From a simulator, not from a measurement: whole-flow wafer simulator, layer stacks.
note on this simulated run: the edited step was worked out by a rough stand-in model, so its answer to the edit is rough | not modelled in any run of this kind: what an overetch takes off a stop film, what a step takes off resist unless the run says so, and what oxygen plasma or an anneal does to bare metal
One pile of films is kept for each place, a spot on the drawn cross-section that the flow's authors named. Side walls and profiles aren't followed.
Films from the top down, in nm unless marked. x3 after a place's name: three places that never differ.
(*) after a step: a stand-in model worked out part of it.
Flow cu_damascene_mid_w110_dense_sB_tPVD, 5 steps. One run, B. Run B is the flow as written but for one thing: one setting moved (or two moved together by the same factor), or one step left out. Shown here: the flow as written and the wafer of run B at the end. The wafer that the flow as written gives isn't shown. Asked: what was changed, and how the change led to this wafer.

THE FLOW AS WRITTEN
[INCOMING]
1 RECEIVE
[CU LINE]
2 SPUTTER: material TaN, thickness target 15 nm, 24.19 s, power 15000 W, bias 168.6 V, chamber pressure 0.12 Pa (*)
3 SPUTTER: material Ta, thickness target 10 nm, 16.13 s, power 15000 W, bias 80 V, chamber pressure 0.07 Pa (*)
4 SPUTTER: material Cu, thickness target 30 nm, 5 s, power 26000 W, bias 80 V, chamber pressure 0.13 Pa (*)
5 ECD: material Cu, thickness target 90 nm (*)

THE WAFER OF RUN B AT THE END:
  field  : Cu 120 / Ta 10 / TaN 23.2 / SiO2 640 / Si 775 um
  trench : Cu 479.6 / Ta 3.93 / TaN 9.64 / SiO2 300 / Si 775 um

The cause: step 2, SPUTTER: thickness target 23.2 nm was run, where the flow has thickness target 15 nm; step 2, SPUTTER: 37.49 s was run, where the flow has 24.19 s.
It can be read off the wafer: field has TaN 23.2, and step 2 as written asks for 15 nm.

How the change led to this, step by step:
  2 SPUTTER: material TaN, thickness target 15 nm, 24.19 s, power 15000 W, bias 168.6 V, chamber pressure 0.12 Pa (*)
      field: TaN +23.2 (new film) (as written it would be: TaN +15 (new film))
      trench: TaN +9.64 (new film) (as written it would be: TaN +6.23 (new film))
